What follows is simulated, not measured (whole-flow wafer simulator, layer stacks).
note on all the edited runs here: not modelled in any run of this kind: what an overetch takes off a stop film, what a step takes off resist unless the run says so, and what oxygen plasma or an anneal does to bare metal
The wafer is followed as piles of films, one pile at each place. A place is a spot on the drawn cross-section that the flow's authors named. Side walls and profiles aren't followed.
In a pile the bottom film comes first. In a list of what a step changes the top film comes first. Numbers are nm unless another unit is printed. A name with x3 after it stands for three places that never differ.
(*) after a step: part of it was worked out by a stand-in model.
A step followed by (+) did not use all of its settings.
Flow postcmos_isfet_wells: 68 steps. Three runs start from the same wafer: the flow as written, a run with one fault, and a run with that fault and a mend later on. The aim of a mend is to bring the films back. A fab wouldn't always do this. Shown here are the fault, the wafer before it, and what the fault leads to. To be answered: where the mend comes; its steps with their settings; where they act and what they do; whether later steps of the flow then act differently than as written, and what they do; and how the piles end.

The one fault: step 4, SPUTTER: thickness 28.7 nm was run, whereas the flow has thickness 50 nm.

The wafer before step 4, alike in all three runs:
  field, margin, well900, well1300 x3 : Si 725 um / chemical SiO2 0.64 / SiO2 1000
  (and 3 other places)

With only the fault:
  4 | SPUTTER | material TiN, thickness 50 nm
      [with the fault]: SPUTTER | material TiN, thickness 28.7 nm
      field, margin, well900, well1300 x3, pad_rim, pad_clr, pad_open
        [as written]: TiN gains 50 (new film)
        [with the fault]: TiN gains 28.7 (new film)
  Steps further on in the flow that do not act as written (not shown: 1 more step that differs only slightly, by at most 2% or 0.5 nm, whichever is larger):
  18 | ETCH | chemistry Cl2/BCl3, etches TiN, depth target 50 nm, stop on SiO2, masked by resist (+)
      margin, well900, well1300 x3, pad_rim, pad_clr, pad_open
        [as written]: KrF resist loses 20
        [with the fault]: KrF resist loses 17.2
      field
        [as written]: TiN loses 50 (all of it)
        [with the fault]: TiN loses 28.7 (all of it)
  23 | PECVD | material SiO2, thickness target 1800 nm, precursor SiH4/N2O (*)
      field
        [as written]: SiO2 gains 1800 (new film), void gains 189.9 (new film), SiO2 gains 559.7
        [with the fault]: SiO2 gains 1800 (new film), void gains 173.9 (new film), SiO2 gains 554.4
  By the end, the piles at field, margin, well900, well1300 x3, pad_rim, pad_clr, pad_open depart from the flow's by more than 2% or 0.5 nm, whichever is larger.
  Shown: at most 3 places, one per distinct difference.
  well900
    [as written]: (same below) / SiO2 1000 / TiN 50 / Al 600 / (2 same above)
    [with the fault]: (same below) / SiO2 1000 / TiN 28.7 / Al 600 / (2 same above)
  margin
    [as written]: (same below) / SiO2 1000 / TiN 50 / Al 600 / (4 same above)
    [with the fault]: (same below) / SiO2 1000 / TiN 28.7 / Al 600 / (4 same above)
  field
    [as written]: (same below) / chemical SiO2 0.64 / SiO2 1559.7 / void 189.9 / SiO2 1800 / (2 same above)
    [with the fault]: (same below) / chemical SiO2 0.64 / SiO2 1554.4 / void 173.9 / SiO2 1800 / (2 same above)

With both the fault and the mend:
  The mend stands after step 4.
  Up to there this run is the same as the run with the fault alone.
  4a | SPUTTER | material TiN, thickness 21.3 nm (a further turn of the flow's step 4, with different settings)
      field, margin, well900, well1300 x3, pad_rim, pad_clr, pad_open
        TiN gains 21.3
  Every later step of the flow that is run acts as written at every place that is followed.
  At every place that both follow, the piles at the end match the flow's.
